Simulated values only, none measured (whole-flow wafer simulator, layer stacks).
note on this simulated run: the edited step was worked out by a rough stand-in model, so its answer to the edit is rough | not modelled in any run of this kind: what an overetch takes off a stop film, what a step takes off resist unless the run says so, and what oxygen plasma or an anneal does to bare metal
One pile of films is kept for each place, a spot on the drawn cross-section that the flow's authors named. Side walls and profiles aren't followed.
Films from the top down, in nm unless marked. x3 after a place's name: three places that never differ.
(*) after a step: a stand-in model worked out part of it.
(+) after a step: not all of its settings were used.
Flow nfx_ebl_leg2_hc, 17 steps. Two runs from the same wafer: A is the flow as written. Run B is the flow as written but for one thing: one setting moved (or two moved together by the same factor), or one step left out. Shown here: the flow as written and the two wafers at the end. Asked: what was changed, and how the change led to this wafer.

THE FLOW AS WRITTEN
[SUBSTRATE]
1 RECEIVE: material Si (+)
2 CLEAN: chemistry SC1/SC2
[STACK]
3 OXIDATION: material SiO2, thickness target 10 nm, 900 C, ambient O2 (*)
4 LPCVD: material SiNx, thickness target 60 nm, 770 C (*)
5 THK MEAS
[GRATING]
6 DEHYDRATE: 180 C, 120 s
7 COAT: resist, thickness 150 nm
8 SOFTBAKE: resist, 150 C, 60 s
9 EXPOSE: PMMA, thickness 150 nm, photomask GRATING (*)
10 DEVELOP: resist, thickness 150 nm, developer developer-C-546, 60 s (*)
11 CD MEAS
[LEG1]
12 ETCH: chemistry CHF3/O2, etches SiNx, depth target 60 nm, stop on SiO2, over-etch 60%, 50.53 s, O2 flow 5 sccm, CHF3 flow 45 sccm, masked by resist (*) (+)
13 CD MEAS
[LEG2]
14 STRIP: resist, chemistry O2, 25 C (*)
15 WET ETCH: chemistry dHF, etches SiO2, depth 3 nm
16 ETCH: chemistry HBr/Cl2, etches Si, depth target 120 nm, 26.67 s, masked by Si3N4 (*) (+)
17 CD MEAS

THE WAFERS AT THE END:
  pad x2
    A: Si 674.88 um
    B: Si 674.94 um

The cause: step 16, ETCH: depth target 57 nm was run, where the flow has depth target 120 nm.

How the change led to this, step by step:
  16 ETCH: chemistry HBr/Cl2, etches Si, depth target 120 nm, 26.67 s, masked by Si3N4 (*) (+)
      pad x2: A Si -120 | B Si -57
